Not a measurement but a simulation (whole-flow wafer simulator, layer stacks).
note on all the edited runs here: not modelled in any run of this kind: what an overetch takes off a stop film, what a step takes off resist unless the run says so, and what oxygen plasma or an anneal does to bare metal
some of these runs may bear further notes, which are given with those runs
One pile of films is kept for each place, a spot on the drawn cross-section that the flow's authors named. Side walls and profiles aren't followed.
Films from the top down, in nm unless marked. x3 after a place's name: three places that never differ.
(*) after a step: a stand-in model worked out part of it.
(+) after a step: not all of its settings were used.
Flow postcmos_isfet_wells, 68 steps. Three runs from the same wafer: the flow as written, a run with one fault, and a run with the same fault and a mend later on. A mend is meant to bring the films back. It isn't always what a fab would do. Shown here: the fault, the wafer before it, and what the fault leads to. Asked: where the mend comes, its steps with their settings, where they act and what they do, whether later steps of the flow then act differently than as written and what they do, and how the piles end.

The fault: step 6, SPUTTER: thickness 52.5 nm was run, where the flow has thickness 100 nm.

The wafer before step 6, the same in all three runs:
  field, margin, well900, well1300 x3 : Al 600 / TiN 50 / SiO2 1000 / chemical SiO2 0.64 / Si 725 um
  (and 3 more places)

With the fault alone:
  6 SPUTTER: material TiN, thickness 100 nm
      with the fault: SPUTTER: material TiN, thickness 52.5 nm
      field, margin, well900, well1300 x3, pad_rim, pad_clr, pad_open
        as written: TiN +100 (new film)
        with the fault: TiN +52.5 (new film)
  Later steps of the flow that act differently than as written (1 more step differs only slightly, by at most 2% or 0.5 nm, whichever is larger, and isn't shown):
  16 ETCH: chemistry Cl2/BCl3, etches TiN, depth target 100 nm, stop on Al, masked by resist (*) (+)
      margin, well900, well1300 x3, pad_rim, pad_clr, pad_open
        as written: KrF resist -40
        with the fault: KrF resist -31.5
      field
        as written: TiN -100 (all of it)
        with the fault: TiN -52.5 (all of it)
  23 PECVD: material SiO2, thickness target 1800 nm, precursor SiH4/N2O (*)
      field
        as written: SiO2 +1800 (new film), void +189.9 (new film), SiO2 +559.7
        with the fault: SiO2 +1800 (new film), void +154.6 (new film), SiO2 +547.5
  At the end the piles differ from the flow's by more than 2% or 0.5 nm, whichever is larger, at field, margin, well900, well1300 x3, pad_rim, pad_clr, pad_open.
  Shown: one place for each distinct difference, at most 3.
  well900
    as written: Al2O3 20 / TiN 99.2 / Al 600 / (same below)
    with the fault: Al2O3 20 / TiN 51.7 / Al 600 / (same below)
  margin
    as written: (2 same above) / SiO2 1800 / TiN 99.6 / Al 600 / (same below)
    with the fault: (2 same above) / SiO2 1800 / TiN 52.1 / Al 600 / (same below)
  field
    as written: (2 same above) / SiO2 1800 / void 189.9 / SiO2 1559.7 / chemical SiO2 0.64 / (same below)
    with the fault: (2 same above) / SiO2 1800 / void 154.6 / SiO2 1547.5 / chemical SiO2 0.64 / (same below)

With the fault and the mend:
  The mend comes after step 6.
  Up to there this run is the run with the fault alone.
  6a SPUTTER: material TiN, thickness 47.5 nm (the flow's step 6 once more, with other settings)
      field, margin, well900, well1300 x3, pad_rim, pad_clr, pad_open
        TiN +47.5
  No later step of the flow acts differently than as written at any place that is followed.
  At the end the piles are the same as the flow's at every place that both follow.
